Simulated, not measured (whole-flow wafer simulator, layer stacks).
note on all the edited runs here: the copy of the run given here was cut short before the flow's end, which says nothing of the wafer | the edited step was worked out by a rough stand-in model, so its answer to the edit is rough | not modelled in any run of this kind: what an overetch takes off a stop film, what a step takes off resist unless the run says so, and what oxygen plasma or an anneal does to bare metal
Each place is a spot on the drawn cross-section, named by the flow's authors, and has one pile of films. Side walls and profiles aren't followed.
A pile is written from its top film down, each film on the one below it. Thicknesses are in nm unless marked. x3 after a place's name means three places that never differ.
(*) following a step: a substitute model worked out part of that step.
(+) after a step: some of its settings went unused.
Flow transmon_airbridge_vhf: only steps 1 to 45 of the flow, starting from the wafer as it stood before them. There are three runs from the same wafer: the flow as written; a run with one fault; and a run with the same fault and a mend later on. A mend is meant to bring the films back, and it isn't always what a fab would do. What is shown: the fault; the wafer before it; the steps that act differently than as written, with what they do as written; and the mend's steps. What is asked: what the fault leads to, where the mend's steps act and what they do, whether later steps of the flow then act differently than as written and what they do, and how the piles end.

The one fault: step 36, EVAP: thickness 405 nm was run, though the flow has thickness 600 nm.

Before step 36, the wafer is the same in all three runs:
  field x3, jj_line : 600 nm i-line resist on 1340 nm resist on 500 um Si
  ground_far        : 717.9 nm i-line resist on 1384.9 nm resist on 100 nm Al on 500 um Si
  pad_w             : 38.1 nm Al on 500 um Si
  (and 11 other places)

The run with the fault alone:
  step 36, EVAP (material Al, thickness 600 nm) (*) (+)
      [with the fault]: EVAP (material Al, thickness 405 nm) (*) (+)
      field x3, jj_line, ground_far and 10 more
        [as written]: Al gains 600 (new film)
        [with the fault]: Al gains 405 (new film)
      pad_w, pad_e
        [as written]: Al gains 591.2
        [with the fault]: Al gains 399.1
  Steps further on in the flow that do not act as written:
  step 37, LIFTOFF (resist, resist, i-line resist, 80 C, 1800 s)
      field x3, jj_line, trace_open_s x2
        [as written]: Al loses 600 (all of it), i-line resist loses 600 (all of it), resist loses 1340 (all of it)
        [with the fault]: Al loses 405 (all of it), i-line resist loses 600 (all of it), resist loses 1340 (all of it)
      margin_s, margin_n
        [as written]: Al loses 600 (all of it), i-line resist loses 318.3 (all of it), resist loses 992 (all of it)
        [with the fault]: Al loses 405 (all of it), i-line resist loses 318.3 (all of it), resist loses 992 (all of it)
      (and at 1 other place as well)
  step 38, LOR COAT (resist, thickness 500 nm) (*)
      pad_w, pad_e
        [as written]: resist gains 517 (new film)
        [with the fault]: resist gains 533.9 (new film)
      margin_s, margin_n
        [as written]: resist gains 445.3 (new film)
        [with the fault]: resist gains 428.1 (new film)
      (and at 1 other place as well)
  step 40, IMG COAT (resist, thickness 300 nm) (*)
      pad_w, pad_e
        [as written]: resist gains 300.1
        [with the fault]: resist gains 308.9
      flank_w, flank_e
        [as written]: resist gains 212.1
        [with the fault]: resist gains 218.7
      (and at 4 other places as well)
  The piles end different from the flow's at pad_w, flank_w, gap_w and 7 more by more than 2% or 0.5 nm, whichever is larger.
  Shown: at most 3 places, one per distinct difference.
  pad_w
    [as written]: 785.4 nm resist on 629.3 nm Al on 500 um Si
    [with the fault]: 811 nm resist on 437.2 nm Al on 500 um Si
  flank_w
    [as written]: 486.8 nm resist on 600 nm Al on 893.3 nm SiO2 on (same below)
    [with the fault]: 498 nm resist on 405 nm Al on 893.3 nm SiO2 on (same below)
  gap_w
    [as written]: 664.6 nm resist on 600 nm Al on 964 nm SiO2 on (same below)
    [with the fault]: 679.1 nm resist on 405 nm Al on 964 nm SiO2 on (same below)

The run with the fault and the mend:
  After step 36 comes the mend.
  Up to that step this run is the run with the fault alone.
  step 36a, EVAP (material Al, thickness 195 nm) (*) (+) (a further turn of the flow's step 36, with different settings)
      field x3, jj_line, ground_far and 10 more
        Al gains 195
      pad_w, pad_e
        Al gains 192.1
  Later steps of the flow that are run all act as written at every place that is followed, up to a difference of at most 2% or 0.5 nm, whichever is larger.
  The piles end only slightly different from the flow's at the places that both follow, by no more than 2% or 0.5 nm, whichever is larger.
